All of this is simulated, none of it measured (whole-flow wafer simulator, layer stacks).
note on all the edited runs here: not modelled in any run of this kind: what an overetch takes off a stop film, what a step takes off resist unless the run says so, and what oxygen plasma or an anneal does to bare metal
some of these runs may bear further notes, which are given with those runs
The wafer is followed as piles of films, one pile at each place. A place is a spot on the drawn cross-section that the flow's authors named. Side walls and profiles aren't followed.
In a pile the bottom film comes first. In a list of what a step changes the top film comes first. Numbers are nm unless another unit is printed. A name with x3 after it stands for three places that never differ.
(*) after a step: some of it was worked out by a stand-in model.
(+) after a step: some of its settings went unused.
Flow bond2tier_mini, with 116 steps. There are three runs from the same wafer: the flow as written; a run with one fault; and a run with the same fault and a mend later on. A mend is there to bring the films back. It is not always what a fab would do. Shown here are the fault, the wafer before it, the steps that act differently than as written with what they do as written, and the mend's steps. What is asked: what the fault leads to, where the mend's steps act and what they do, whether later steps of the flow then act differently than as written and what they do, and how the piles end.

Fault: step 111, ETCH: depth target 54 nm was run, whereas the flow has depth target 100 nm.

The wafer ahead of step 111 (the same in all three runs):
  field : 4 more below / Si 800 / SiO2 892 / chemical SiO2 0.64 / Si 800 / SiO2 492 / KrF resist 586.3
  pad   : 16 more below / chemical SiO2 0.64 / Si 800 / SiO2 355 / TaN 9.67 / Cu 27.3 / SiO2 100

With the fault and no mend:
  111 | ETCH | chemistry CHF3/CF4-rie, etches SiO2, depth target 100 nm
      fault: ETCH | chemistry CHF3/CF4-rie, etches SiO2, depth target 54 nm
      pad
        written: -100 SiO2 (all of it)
        fault: -54 SiO2
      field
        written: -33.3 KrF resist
        fault: -18 KrF resist
  Later steps of the flow acting differently than as written (1 other step is not shown; it differs only slightly, by no more than 2% or 0.5 nm, whichever is larger):
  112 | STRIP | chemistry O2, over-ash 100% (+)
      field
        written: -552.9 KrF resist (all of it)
        fault: -568.3 KrF resist (all of it)
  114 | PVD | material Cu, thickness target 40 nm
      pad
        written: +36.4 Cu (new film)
        fault: +38 Cu (new film)
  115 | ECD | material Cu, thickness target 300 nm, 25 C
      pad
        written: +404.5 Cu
        fault: +356.5 Cu
  By the end, the piles at pad depart from the flow's by more than 2% or 0.5 nm, whichever is larger.
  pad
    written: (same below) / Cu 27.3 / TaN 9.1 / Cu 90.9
    fault: (same below) / Cu 27.3 / SiO2 46 / TaN 9.51 / Cu 44.5

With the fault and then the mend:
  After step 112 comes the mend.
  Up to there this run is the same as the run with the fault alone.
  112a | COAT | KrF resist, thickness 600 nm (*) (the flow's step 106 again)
      field
        +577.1 KrF resist (new film)
      pad
        +623.9 KrF resist (new film)
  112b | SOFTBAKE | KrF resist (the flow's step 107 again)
      leaves every film unchanged at each place that is followed
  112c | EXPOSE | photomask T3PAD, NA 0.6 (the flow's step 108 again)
      leaves every film unchanged at each place that is followed
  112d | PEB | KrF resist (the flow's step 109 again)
      leaves every film unchanged at each place that is followed
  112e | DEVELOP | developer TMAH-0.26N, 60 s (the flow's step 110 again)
      field
        -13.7 KrF resist
      pad
        -623.9 KrF resist (all of it)
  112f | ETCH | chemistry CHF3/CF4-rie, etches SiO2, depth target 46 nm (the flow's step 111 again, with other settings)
      field
        -15.3 KrF resist
      pad
        -46 SiO2 (all of it)
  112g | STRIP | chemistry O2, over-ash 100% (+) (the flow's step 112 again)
      field
        -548 KrF resist (all of it)
  None of the later steps of the flow acts differently than as written at any place that is followed.
  The piles end the same as the flow's at every place that both follow.
